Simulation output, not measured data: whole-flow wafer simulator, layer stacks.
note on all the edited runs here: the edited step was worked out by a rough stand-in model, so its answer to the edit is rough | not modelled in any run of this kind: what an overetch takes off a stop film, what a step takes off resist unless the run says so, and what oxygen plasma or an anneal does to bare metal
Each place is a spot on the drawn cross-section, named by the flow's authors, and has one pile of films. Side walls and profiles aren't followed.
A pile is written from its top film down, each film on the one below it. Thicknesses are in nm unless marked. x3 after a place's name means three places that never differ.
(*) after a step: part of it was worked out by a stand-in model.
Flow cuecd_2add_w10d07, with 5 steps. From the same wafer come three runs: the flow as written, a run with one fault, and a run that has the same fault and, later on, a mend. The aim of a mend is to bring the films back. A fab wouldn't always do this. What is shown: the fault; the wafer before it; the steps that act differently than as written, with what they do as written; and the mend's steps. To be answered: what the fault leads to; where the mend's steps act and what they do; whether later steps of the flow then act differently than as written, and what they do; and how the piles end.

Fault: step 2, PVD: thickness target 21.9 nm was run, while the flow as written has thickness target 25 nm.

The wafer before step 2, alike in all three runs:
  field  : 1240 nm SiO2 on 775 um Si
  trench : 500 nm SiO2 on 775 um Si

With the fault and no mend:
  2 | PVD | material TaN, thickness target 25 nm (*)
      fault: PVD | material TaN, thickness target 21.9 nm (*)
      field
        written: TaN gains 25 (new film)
        fault: TaN gains 21.9 (new film)
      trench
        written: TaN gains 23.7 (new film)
        fault: TaN gains 20.7 (new film)
  Later steps of the flow that are run all act as written at every place that is followed.
  At field, trench, the piles at the end differ from the flow's by more than 2% or 0.5 nm, whichever is larger.
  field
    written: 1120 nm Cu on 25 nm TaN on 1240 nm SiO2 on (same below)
    fault: 1120 nm Cu on 21.9 nm TaN on 1240 nm SiO2 on (same below)
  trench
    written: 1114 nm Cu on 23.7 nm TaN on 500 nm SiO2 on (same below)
    fault: 1114 nm Cu on 20.7 nm TaN on 500 nm SiO2 on (same below)

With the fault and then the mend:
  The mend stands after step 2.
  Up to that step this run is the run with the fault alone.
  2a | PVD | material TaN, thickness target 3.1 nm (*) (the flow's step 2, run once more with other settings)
      field
        TaN gains 3.1
      trench
        TaN gains 2.93
  Later steps of the flow that are run all act as written at every place that is followed.
  At every place that both follow, the piles at the end match the flow's.
